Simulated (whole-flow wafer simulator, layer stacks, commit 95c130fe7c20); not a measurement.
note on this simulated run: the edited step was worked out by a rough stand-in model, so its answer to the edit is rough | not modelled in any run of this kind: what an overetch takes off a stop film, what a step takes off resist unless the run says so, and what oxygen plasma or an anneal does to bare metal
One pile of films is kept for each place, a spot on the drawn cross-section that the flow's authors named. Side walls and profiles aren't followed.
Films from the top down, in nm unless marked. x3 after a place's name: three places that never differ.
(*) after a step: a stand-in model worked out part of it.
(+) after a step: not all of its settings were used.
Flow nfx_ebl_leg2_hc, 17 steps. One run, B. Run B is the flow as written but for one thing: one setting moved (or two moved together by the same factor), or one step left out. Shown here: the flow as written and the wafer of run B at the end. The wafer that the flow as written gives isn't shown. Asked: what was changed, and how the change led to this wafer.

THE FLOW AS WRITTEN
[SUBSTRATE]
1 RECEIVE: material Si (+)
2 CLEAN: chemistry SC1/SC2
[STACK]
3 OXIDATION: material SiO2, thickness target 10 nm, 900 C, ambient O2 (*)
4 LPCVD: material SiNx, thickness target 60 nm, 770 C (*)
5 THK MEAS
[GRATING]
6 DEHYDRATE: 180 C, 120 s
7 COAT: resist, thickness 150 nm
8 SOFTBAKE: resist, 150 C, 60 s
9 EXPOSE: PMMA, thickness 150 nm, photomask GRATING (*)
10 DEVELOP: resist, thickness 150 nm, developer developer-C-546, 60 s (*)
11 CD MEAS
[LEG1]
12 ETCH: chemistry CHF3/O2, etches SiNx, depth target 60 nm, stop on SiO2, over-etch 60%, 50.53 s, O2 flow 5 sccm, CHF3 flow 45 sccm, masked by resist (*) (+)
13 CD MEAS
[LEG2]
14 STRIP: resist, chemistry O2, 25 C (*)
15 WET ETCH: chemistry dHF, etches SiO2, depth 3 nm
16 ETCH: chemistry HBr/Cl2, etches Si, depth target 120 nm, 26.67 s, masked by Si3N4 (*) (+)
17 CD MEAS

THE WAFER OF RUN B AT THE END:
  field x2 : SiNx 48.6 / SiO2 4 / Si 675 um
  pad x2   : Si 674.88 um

The cause: step 3, OXIDATION: thickness target 4 nm was run, where the flow has thickness target 10 nm.
It can be read off the wafer: field x2 has SiO2 4, and step 3 as written asks for 10 nm.

How the change led to this, step by step:
  3 OXIDATION: material SiO2, thickness target 10 nm, 900 C, ambient O2 (*)
      field x2, pad x2: SiO2 +4 (new film), chemical SiO2 -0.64 (all of it), Si -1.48 (as written it would be: SiO2 +10 (new film), chemical SiO2 -0.64 (all of it), Si -4.12)
  12 ETCH: chemistry CHF3/O2, etches SiNx, depth target 60 nm, stop on SiO2, over-etch 60%, 50.53 s, O2 flow 5 sccm, CHF3 flow 45 sccm, masked by resist (*) (+)
      pad x2: SiNx -60 (all of it), SiO2 -4 (all of it) (as written it would be: SiNx -60 (all of it), SiO2 -10 (all of it))
